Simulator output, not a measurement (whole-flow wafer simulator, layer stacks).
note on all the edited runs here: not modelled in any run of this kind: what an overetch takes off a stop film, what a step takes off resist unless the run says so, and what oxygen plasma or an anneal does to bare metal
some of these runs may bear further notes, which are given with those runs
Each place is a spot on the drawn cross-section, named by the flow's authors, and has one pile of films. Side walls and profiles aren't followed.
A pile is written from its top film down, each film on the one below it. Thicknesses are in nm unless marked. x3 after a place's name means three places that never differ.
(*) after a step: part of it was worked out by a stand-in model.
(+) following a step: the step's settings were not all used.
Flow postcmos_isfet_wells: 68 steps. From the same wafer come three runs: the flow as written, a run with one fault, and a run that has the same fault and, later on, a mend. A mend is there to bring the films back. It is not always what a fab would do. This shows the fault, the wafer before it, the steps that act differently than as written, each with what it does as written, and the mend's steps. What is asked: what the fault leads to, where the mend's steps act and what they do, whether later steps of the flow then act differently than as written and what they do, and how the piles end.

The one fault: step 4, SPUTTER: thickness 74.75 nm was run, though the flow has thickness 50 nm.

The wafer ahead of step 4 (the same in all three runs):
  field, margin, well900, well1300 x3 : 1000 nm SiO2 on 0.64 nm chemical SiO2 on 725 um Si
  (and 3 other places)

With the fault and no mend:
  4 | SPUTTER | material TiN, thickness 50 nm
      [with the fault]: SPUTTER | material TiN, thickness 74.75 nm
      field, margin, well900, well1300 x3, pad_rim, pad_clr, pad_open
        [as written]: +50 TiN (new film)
        [with the fault]: +74.8 TiN (new film)
  Later steps of the flow acting differently than as written (1 more step, not shown, differs only slightly: by at most 2% or 0.5 nm, whichever is larger):
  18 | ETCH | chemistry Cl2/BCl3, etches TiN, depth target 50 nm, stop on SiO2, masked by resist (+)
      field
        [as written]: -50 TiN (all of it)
        [with the fault]: -50 TiN
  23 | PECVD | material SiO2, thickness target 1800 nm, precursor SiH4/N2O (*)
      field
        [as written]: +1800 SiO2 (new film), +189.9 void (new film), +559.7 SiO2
        [with the fault]: +1800 SiO2 (new film), +190.2 void (new film), +559.8 SiO2 (new film)
  The piles end different from the flow's at field, margin, well900, well1300 x3, pad_rim, pad_clr, pad_open by more than 2% or 0.5 nm, whichever is larger.
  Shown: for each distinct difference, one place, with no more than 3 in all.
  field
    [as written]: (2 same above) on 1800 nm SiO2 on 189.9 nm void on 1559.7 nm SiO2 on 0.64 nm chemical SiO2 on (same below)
    [with the fault]: (2 same above) on 1800 nm SiO2 on 190.2 nm void on 559.8 nm SiO2 on 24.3 nm TiN on 1000 nm SiO2 on 0.64 nm chemical SiO2 on (same below)
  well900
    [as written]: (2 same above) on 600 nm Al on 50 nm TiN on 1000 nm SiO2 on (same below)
    [with the fault]: (2 same above) on 600 nm Al on 74.8 nm TiN on 1000 nm SiO2 on (same below)
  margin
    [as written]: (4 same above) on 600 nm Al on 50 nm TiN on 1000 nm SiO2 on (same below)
    [with the fault]: (4 same above) on 600 nm Al on 74.8 nm TiN on 1000 nm SiO2 on (same below)

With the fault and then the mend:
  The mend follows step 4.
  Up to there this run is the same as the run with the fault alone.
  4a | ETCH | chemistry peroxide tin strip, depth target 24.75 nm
      field, margin, well900, well1300 x3, pad_rim, pad_clr, pad_open
        -24.8 TiN
  None of the later steps of the flow acts differently than as written at any place that is followed.
  At every place that both follow, the piles at the end match the flow's.
